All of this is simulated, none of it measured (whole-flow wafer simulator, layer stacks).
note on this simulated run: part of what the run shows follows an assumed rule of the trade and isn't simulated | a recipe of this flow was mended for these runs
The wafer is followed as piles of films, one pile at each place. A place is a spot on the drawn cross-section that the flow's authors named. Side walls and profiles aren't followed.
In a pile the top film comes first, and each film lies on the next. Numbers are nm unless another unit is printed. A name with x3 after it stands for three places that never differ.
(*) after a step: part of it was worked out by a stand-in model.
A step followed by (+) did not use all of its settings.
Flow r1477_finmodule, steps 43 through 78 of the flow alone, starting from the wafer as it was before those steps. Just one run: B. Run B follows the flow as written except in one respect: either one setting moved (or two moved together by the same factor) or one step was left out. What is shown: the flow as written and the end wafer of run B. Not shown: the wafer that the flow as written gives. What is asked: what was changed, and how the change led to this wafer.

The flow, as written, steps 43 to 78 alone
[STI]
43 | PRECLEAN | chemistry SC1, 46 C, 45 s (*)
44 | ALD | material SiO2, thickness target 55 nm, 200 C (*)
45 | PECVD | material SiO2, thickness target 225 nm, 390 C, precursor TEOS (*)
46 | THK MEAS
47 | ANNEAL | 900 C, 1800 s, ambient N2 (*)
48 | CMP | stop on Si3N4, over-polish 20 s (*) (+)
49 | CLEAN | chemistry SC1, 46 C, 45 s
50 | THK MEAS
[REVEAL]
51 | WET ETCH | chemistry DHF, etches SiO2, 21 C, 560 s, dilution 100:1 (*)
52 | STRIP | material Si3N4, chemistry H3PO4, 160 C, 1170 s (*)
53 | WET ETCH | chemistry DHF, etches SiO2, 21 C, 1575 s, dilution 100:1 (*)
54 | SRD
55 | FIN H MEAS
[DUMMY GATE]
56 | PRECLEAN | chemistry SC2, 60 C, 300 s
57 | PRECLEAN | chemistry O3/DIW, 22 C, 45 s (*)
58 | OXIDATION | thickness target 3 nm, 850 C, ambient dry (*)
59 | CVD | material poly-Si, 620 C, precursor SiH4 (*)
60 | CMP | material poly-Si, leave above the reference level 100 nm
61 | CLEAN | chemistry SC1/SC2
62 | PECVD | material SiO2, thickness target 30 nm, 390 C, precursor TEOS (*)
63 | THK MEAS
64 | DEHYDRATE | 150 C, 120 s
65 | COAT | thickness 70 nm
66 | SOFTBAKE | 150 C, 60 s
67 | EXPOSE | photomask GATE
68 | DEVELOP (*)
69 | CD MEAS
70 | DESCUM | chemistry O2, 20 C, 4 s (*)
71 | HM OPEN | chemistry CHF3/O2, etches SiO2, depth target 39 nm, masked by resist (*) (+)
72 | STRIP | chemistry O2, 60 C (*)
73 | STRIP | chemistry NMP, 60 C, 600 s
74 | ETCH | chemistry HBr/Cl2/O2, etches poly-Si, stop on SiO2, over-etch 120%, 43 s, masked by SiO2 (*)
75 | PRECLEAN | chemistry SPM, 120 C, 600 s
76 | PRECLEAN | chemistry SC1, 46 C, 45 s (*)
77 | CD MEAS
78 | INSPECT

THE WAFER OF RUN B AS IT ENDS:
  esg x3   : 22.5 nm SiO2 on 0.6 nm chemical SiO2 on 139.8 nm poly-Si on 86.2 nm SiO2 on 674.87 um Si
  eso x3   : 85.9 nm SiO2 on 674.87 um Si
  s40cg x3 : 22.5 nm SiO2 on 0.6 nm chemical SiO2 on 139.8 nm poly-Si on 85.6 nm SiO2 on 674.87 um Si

The reason: step 53, WET ETCH: 19 C was run, though the flow has 21 C.

Step by step, how the change led to this:
  53 | WET ETCH | chemistry DHF, etches SiO2, 21 C, 1575 s, dilution 100:1 (*)
      esg x3, e200sg, s40cg x3, s40sg x3, eso x3, e200so, s40co x3, s40so x3: SiO2 loses 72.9 (in the flow as written it would be: SiO2 loses 79.1)
      pad, padg: SiO2 loses 78.9 (in the flow as written it would be: SiO2 loses 85.7)
  59 | CVD | material poly-Si, 620 C, precursor SiH4 (*)
      esg x3, s40cg x3, s40sg x3, eso x3, s40co x3, s40so x3: poly-Si gains 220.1 (new film) (in the flow as written it would be: poly-Si gains 226.3 (new film))
      e200sg, e200so: poly-Si gains 213 (new film) (in the flow as written it would be: poly-Si gains 219.2 (new film))
  60 | CMP | material poly-Si, leave above the reference level 100 nm
      pad, padg: poly-Si loses 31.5 (in the flow as written it would be: poly-Si loses 24.8)
  74 | ETCH | chemistry HBr/Cl2/O2, etches poly-Si, stop on SiO2, over-etch 120%, 43 s, masked by SiO2 (*)
      eso x3, e200so, s40so x3: chemical SiO2 loses 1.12 (all of it), poly-Si loses 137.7 (all of it), SiO2 loses 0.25 (in the flow as written it would be: chemical SiO2 loses 1.12 (all of it), poly-Si loses 143.9 (all of it), SiO2 loses 0.22)
      s40co x3: chemical SiO2 loses 1.12 (all of it), poly-Si loses 137.6 (all of it), SiO2 loses 0.25 (in the flow as written it would be: chemical SiO2 loses 1.12 (all of it), poly-Si loses 143.9 (all of it), SiO2 loses 0.22)
      (as well as at 1 more place)
